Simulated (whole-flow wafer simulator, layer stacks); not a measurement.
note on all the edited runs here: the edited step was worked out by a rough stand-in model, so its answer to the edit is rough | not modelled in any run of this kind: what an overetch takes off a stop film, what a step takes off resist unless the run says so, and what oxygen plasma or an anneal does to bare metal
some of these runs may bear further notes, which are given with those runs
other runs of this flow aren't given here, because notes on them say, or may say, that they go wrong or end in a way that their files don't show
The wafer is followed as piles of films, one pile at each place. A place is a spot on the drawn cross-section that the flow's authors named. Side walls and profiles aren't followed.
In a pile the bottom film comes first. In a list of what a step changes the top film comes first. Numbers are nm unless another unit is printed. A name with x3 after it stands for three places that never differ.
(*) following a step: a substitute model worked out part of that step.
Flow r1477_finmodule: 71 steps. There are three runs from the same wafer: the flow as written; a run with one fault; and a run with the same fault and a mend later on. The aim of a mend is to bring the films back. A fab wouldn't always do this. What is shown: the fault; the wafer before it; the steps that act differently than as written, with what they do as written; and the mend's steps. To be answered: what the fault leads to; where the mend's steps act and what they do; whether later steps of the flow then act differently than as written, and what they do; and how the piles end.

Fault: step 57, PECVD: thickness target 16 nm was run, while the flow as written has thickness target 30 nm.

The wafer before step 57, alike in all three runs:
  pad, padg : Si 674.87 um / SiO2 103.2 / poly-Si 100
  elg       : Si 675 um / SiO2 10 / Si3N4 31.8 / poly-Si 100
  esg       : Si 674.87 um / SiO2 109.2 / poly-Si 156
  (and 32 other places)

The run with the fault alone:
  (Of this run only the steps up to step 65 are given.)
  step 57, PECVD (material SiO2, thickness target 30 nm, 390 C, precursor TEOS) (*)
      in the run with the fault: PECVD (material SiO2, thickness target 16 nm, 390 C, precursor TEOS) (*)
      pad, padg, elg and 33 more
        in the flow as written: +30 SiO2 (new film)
        in the run with the fault: +16 SiO2 (new film)
  Every later step of the flow up to step 65 that is run acts as written, at every place that is followed, to within 2% or 0.5 nm, whichever is larger.
  Once step 65 is done, the piles at pad, padg, elg and 33 more depart from the flow's by more than 2% or 0.5 nm, whichever is larger.
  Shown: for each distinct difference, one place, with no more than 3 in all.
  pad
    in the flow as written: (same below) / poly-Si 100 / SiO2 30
    in the run with the fault: (same below) / poly-Si 100 / SiO2 16
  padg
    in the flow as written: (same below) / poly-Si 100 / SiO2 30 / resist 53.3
    in the run with the fault: (same below) / poly-Si 100 / SiO2 16 / resist 53.3
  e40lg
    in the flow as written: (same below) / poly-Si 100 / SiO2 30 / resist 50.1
    in the run with the fault: (same below) / poly-Si 100 / SiO2 16 / resist 50.1

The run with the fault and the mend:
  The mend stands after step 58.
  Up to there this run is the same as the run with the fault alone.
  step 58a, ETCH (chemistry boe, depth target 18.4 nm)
      pad, padg, elg and 33 more
        -16 SiO2 (all of it)
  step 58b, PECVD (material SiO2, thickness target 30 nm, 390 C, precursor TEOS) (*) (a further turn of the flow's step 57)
      pad, padg, elg and 33 more
        +30 SiO2 (new film)
  Every later step of the flow that is run acts as written at every place that is followed.
  At every place that both follow, the piles at the end match the flow's.
